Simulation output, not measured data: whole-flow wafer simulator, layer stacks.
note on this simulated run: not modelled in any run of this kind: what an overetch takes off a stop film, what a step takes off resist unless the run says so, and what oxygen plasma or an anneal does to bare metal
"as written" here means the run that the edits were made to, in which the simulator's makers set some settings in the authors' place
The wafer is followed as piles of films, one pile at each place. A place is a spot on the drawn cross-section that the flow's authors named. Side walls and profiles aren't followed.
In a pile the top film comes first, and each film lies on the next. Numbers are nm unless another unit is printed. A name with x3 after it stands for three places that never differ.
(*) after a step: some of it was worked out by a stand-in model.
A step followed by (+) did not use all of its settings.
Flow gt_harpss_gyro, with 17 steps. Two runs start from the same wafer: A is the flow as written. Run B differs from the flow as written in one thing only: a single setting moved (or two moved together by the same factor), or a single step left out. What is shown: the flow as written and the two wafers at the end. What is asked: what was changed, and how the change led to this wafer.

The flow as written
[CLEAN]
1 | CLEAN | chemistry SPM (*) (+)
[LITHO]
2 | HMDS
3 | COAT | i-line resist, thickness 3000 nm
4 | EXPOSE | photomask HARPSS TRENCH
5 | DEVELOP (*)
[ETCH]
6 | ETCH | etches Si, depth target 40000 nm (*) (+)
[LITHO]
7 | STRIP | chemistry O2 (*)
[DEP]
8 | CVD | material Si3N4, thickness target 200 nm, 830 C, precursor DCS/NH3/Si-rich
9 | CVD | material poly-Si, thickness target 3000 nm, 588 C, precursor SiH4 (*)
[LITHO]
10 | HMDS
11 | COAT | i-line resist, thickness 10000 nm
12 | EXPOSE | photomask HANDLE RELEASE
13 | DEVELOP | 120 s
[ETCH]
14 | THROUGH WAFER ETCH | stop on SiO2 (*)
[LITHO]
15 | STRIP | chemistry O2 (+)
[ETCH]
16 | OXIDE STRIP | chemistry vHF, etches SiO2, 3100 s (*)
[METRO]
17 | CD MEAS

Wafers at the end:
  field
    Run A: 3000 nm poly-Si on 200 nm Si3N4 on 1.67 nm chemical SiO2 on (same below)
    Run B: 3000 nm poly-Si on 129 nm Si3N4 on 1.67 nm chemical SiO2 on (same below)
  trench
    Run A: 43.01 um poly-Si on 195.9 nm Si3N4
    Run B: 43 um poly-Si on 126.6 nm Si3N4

Cause: step 8, CVD: thickness target 129 nm was run, whereas the flow has thickness target 200 nm.
The wafer lets one read it off: field has Si3N4 129, and step 8 as written asks for 200 nm.

The path from the change to this, step by step:
  8 | CVD | material Si3N4, thickness target 200 nm, 830 C, precursor DCS/NH3/Si-rich
      field: A +200 Si3N4 (new film) | B +129 Si3N4 (new film)
      trench: A +195.9 Si3N4 (new film) | B +126.6 Si3N4 (new film)
  9 | CVD | material poly-Si, thickness target 3000 nm, 588 C, precursor SiH4 (*)
      trench: A +43.01 um poly-Si (new film) | B +43 um poly-Si (new film)
